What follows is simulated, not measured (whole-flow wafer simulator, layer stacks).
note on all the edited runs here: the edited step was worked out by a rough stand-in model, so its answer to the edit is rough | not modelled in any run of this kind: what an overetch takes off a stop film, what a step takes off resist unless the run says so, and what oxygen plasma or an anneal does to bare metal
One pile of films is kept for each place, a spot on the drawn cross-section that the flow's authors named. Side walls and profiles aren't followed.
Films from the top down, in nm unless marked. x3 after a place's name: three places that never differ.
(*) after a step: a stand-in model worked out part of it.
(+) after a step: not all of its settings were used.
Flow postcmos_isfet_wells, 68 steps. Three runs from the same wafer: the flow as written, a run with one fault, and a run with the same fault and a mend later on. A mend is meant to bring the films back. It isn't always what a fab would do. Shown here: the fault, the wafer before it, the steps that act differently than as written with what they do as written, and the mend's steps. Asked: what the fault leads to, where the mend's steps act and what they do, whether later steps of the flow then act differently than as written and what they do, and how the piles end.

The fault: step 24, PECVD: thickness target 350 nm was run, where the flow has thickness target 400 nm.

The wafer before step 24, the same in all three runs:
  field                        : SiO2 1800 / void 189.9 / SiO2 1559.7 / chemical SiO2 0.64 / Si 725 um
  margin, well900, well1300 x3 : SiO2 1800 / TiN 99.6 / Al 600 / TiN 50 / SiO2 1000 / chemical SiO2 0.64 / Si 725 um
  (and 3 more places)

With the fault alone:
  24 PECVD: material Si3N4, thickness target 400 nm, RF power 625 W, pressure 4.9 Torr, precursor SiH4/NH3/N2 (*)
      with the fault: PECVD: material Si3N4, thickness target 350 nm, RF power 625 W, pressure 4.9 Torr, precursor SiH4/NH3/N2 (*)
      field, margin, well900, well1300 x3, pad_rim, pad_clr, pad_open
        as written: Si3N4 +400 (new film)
        with the fault: Si3N4 +350 (new film)
  Later steps of the flow that act differently than as written (7 more steps differ only slightly, by at most 2% or 0.5 nm, whichever is larger, and aren't shown):
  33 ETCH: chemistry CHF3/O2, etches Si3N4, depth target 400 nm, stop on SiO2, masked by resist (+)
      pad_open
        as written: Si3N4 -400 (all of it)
        with the fault: Si3N4 -350 (all of it)
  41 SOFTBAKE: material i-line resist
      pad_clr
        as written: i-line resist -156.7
        with the fault: i-line resist -151.7
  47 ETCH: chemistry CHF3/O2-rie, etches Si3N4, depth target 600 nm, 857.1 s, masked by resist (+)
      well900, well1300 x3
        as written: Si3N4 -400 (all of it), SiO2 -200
        with the fault: Si3N4 -350 (all of it), SiO2 -250
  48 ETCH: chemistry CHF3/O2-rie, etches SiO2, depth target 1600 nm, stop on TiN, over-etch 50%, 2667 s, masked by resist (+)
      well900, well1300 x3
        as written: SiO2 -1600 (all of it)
        with the fault: SiO2 -1550 (all of it)
  At the end the piles differ from the flow's by more than 2% or 0.5 nm, whichever is larger, at field, margin, pad_rim, pad_clr.
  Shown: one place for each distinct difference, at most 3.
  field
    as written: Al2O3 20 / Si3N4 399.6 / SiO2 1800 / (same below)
    with the fault: Al2O3 20 / Si3N4 349.6 / SiO2 1800 / (same below)
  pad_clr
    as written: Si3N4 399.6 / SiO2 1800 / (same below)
    with the fault: Si3N4 349.6 / SiO2 1800 / (same below)

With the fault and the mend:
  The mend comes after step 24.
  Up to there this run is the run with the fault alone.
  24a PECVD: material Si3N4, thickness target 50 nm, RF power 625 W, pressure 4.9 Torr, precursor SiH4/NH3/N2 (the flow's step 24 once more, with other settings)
      field, margin, well900, well1300 x3, pad_rim, pad_clr, pad_open
        Si3N4 +50
  No later step of the flow acts differently than as written at any place that is followed.
  At the end the piles are the same as the flow's at every place that both follow.
